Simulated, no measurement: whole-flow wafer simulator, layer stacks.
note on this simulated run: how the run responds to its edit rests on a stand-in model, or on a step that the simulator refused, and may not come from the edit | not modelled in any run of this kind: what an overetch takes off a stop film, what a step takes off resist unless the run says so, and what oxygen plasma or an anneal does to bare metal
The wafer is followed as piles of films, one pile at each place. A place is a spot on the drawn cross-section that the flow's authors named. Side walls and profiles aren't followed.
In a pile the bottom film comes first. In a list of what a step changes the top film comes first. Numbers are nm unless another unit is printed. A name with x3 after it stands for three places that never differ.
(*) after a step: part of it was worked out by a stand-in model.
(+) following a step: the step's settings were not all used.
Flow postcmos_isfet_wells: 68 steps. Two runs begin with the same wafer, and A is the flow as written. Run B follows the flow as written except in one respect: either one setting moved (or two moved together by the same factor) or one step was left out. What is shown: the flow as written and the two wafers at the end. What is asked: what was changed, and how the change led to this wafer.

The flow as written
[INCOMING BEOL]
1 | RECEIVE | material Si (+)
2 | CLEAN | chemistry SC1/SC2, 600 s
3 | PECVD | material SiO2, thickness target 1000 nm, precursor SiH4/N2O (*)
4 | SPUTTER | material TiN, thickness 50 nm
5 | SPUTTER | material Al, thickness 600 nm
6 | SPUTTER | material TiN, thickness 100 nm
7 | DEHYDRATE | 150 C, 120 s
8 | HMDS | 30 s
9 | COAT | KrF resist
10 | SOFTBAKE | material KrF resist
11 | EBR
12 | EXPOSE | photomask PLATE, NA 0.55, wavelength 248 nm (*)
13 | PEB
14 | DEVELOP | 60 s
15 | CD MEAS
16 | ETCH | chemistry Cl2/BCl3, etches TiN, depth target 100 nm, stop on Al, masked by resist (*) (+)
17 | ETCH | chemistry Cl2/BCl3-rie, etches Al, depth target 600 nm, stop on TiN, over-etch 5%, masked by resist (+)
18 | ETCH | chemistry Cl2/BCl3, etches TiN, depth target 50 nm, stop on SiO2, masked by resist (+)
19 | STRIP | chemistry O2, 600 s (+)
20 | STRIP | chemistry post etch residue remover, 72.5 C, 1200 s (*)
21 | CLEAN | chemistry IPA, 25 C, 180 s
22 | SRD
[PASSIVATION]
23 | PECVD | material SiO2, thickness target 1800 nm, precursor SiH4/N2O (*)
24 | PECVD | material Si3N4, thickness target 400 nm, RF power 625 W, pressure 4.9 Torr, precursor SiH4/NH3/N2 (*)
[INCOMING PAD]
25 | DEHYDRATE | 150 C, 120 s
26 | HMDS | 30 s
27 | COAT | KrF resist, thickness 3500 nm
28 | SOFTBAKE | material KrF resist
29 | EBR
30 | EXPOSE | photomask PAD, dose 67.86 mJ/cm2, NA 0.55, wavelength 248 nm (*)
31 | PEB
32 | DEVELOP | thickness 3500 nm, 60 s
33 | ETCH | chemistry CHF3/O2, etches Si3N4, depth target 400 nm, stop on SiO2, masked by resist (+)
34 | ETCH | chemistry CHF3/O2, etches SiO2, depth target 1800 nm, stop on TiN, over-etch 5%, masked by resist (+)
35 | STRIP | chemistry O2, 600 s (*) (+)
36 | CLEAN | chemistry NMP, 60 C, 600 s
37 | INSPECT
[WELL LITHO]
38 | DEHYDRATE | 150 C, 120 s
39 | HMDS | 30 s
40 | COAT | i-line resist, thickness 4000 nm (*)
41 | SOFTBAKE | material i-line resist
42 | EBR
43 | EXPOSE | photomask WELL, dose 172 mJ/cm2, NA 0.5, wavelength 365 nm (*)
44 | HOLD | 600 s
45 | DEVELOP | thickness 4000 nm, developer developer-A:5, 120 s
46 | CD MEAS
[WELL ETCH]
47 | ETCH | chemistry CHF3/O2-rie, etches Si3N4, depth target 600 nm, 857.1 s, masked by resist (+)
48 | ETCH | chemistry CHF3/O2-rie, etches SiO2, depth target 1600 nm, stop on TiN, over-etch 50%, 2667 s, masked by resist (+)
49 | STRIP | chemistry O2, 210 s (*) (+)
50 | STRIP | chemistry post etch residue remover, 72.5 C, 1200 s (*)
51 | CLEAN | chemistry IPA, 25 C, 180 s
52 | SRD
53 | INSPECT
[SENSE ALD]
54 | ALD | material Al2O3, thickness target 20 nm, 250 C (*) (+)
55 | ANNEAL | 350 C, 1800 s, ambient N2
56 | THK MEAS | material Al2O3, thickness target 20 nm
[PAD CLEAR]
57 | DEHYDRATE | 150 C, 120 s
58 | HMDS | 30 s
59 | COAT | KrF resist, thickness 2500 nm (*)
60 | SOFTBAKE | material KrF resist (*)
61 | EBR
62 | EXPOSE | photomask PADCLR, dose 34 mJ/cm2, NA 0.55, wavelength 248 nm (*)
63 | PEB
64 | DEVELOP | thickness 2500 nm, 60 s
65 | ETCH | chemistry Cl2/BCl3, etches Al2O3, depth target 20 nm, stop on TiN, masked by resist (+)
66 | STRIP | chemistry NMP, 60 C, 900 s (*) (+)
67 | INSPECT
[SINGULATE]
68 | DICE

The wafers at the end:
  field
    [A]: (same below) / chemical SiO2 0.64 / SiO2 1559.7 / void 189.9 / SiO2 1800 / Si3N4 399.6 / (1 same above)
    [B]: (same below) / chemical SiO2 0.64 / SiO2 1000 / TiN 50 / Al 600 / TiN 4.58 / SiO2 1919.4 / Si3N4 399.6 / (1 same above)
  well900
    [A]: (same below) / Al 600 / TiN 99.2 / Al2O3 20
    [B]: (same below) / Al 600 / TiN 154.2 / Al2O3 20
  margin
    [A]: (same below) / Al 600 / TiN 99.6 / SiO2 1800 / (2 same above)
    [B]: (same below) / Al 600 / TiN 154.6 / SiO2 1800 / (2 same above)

What caused this: step 6, SPUTTER: thickness 155 nm was run, though the flow has thickness 100 nm.

How this came from the change, step by step:
  6 | SPUTTER | material TiN, thickness 100 nm
      field, margin, well900 and 6 more: A +100 TiN (new film) | B +155 TiN (new film)
  16 | ETCH | chemistry Cl2/BCl3, etches TiN, depth target 100 nm, stop on Al, masked by resist (*) (+)
      field: A -100 TiN (all of it) | B -100 TiN
  17 | ETCH | chemistry Cl2/BCl3-rie, etches Al, depth target 600 nm, stop on TiN, over-etch 5%, masked by resist (+)
      field: A -600 Al (all of it) | B nothing
  18 | ETCH | chemistry Cl2/BCl3, etches TiN, depth target 50 nm, stop on SiO2, masked by resist (+)
      field: A -50 TiN (all of it) | B -50 TiN
  23 | PECVD | material SiO2, thickness target 1800 nm, precursor SiH4/N2O (*)
      field: A +1800 SiO2 (new film), +189.9 void (new film), +559.7 SiO2 | B +1919.4 SiO2 (new film)
If metal films that touch count as one body, field has 1 body; the flow as written gives 0 bodies.
